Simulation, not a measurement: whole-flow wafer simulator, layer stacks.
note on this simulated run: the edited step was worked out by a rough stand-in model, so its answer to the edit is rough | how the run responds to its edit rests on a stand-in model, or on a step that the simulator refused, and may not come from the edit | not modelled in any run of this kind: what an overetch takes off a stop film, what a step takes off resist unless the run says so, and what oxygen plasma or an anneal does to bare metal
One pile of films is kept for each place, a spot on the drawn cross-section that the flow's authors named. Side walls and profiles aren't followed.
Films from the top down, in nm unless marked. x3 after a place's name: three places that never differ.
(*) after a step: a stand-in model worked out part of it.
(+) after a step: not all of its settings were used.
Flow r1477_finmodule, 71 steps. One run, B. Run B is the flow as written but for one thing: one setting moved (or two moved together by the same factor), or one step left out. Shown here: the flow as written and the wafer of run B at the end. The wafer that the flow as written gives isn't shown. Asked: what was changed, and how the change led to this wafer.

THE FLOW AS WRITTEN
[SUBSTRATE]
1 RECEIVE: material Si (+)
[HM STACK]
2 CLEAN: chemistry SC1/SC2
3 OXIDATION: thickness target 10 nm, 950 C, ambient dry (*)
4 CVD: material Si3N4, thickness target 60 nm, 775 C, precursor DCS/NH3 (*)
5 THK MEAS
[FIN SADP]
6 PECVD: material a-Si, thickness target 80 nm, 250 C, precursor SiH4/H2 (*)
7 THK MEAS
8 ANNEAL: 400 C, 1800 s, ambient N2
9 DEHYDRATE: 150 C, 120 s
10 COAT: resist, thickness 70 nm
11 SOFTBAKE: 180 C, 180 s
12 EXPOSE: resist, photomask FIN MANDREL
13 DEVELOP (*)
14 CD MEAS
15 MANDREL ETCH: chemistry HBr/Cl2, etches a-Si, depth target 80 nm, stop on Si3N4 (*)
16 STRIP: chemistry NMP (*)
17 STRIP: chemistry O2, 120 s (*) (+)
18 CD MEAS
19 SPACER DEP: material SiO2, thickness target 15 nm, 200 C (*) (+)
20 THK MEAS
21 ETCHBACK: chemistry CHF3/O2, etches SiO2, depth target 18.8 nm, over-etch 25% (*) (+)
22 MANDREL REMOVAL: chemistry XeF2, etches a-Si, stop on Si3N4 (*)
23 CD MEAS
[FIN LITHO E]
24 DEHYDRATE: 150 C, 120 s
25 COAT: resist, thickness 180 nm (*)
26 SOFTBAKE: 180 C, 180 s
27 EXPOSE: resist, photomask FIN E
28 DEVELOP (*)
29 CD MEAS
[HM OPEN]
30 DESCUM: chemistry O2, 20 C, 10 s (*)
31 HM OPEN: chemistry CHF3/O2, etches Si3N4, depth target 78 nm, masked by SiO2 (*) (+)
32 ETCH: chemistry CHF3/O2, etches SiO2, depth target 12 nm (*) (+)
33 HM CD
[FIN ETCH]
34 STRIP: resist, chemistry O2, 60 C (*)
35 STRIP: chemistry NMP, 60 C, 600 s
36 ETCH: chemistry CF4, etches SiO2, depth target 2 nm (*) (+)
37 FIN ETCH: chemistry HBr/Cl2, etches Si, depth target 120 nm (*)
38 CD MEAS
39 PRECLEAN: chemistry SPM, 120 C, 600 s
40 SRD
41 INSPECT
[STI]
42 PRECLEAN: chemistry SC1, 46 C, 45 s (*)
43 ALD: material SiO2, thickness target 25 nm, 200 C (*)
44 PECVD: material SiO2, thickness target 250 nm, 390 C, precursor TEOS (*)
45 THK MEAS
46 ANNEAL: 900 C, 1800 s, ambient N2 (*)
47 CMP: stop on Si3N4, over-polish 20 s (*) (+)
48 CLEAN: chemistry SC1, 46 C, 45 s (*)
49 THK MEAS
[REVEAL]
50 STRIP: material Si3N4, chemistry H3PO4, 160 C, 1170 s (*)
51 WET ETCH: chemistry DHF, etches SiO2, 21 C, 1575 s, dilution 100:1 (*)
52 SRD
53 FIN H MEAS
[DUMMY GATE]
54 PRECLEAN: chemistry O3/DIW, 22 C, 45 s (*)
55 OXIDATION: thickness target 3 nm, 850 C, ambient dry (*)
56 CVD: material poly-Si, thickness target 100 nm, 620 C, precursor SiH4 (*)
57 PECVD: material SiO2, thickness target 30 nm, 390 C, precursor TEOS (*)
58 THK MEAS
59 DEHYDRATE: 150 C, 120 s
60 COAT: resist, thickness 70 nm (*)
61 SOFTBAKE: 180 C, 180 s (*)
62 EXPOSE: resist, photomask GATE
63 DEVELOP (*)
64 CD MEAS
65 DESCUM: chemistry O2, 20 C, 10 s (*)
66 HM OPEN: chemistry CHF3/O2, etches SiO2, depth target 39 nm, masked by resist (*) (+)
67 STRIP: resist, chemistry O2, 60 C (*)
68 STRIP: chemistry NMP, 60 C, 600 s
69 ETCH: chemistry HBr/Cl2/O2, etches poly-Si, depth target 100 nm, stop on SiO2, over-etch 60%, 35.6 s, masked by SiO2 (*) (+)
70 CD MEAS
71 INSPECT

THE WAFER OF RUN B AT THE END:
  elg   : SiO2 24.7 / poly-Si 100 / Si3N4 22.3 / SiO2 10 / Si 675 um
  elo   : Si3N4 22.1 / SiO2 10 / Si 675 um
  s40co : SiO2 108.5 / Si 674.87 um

The cause: step 21, ETCHBACK: depth target 29.6 nm was run, where the flow has depth target 18.8 nm.

How the change led to this, step by step:
  21 ETCHBACK: chemistry CHF3/O2, etches SiO2, depth target 18.8 nm, over-etch 25% (*) (+)
      pad, padg, elg and 21 more: SiO2 -15 (all of it), Si3N4 -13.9 (as written it would be: SiO2 -15 (all of it), Si3N4 -3.62)
      s40cg, s45cg, s50cg, s40co, s45co, s50co: SiO2 -15.4 (all of it), a-Si -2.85 (as written it would be: SiO2 -15.4 (all of it), a-Si -0.69)
      (and at 6 more places)
  22 MANDREL REMOVAL: chemistry XeF2, etches a-Si, stop on Si3N4 (*)
      s40cg, s45cg, s50cg, s40co, s45co, s50co: a-Si -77 (all of it) (as written it would be: a-Si -79.2 (all of it))
  25 COAT: resist, thickness 180 nm (*)
      s40cg, s40co: resist +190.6 (new film) (as written it would be: resist +197.6 (new film))
      s40sg_line, s40so_line: resist +125 (new film) (as written it would be: resist +121.2 (new film))
      (and at 10 more places)
  28 DEVELOP (*)
      s40cg, s40co: resist -190.6 (all of it) (as written it would be: resist -197.6 (all of it))
      s40sg_line, s40so_line: resist -125 (all of it) (as written it would be: resist -121.2 (all of it))
      (and at 10 more places)
  31 HM OPEN: chemistry CHF3/O2, etches Si3N4, depth target 78 nm, masked by SiO2 (*) (+)
      pad, padg, esg and 13 more: Si3N4 -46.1 (all of it), SiO2 -10 (all of it) (as written it would be: Si3N4 -56.4 (all of it), SiO2 -10 (all of it))
      elg, e40lg, e100lg, e200lg, elo, e40lo, e100lo, e200lo: resist -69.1 (as written it would be: resist -78)
      (and at 12 more places)
  32 ETCH: chemistry CHF3/O2, etches SiO2, depth target 12 nm (*) (+)
      s40cg, s45cg, s50cg, s40co, s45co, s50co: SiO2 -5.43 (all of it), Si -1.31 (as written it would be: SiO2 -1 (all of it), Si -2.2)
  34 STRIP: resist, chemistry O2, 60 C (*)
      elg, e40lg, e100lg, e200lg, elo, e40lo, e100lo, e200lo: resist -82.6 (all of it) (as written it would be: resist -73.8 (all of it))
  43 ALD: material SiO2, thickness target 25 nm, 200 C (*)
      s40cg, s45cg, s50cg, s40co, s45co, s50co: SiO2 +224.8 (new film) (as written it would be: SiO2 +232.1 (new film))
      esg: SiO2 +184 (new film) (as written it would be: SiO2 +194.3 (new film))
  47 CMP: stop on Si3N4, over-polish 20 s (*) (+)
      elg, esg, e40lg and 6 more: SiO2 -231.3 (as written it would be: SiO2 -241.6)
      s40cg, s45cg, s50cg, s40co, s45co, s50co: SiO2 -272.7 (as written it would be: SiO2 -279)
      (and at 6 more places)
  51 WET ETCH: chemistry DHF, etches SiO2, 21 C, 1575 s, dilution 100:1 (*)
      elg, e40lg, e100lg, e200lg, elo, e40lo, e100lo, e200lo: SiO2 -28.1 (all of it), Si3N4 -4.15 (as written it would be: SiO2 -17.8 (all of it), Si3N4 -4.97)
  56 CVD: material poly-Si, thickness target 100 nm, 620 C, precursor SiH4 (*)
      esg: poly-Si +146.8 (new film) (as written it would be: poly-Si +156 (new film))
  60 COAT: resist, thickness 70 nm (*)
      e40sg, eso, e40so: resist +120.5 (new film) (as written it would be: resist +129.5 (new film))
      e100sg, e100so: resist +120.4 (new film) (as written it would be: resist +129.4 (new film))
      (and at 2 more places)
  63 DEVELOP (*)
      eso, e40so: resist -120.5 (all of it) (as written it would be: resist -129.5 (all of it))
      e100so: resist -120.4 (all of it) (as written it would be: resist -129.4 (all of it))
      (and at 1 more place)
  67 STRIP: resist, chemistry O2, 60 C (*)
      e40sg: resist -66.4 (all of it) (as written it would be: resist -75.4 (all of it))
      e100sg: resist -66.3 (all of it) (as written it would be: resist -75.3 (all of it))
      (and at 1 more place)
